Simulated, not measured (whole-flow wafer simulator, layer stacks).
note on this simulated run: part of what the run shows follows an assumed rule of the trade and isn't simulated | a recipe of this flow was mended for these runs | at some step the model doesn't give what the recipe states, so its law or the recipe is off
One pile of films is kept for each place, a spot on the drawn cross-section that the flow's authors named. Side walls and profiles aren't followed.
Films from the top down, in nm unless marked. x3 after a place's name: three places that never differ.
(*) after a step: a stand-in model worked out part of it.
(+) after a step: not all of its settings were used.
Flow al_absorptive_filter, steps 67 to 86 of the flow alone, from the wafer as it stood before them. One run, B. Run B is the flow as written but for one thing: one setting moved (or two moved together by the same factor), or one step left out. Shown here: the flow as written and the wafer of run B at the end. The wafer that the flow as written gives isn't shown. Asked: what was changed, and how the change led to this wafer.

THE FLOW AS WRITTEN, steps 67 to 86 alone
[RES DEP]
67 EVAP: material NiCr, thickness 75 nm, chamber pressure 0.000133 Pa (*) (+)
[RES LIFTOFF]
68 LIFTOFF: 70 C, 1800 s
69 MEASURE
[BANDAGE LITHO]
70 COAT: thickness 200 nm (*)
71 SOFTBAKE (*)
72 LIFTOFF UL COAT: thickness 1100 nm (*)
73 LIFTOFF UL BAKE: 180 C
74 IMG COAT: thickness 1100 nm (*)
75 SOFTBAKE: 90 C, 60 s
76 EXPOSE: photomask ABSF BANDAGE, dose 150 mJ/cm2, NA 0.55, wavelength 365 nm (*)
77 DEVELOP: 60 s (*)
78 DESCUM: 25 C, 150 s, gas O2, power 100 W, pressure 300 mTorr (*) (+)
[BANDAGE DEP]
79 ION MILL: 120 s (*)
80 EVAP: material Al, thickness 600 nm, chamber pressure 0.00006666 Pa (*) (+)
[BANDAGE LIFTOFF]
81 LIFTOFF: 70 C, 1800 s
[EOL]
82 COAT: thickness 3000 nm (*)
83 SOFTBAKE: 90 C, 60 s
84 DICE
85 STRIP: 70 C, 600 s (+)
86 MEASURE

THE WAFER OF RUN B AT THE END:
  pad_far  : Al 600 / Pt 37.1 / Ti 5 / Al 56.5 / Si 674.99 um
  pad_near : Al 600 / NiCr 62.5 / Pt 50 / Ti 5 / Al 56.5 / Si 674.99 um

The cause: step 79, ION MILL: 106 s was run, where the flow has 120 s.

How the change led to this, step by step:
  79 ION MILL: 120 s (*)
      gnd, ledge, res and 6 more: i-line-resist -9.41 (as written it would be: i-line-resist -10.7)
      xa_field, xl_land, idc_field: i-line-resist -9.42 (as written it would be: i-line-resist -10.7)
      (and at 2 more places)
